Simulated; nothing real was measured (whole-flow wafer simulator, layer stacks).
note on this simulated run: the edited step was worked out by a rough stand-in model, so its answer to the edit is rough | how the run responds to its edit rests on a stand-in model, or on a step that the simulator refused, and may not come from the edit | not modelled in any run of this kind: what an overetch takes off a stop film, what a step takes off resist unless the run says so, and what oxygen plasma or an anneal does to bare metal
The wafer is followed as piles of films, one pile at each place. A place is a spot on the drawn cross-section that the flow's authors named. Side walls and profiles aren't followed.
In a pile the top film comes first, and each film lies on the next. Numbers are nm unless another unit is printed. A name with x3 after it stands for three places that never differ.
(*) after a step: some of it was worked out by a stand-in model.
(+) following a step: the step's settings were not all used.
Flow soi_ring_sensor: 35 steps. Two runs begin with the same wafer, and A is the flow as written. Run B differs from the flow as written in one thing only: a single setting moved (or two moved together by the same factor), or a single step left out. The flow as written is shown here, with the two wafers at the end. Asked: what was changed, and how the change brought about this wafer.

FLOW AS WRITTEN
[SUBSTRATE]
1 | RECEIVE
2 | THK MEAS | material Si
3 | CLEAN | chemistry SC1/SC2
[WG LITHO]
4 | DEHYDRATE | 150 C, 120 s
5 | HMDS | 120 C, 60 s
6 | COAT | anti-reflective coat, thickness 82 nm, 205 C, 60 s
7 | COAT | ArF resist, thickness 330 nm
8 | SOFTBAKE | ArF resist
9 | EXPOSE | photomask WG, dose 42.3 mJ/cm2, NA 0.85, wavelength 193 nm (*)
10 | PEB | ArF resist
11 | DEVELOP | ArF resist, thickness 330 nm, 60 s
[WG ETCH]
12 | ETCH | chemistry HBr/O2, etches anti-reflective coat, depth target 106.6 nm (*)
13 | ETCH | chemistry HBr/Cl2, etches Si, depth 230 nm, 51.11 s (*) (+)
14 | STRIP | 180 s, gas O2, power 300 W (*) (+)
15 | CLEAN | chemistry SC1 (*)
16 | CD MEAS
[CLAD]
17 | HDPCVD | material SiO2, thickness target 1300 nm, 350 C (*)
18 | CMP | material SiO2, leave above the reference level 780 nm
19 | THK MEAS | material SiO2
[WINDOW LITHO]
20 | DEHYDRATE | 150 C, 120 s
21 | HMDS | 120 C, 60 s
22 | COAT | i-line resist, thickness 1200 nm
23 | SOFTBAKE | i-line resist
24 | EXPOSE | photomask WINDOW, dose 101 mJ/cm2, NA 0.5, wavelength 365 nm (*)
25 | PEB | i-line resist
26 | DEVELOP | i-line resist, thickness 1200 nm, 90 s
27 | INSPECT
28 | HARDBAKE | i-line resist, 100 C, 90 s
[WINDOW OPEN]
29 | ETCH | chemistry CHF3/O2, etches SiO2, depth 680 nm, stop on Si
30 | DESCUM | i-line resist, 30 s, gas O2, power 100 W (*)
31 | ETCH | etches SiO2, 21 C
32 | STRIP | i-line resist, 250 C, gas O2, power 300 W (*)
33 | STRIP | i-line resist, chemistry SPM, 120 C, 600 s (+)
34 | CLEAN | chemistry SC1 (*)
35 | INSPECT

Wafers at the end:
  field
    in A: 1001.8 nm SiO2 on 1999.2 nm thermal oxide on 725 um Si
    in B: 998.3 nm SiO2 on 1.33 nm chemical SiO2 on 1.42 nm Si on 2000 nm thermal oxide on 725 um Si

The reason: step 13, ETCH: depth 218 nm was run, while the flow as written has depth 230 nm.

How this came from the change, step by step:
  13 | ETCH | chemistry HBr/Cl2, etches Si, depth 230 nm, 51.11 s (*) (+)
      gap x2, field, gap_clad: A -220 Si (all of it), -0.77 thermal oxide | B -218 Si
  14 | STRIP | 180 s, gas O2, power 300 W (*) (+)
      gap x2, field, gap_clad: A nothing | B +1.33 chemical SiO2 (new film), -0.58 Si
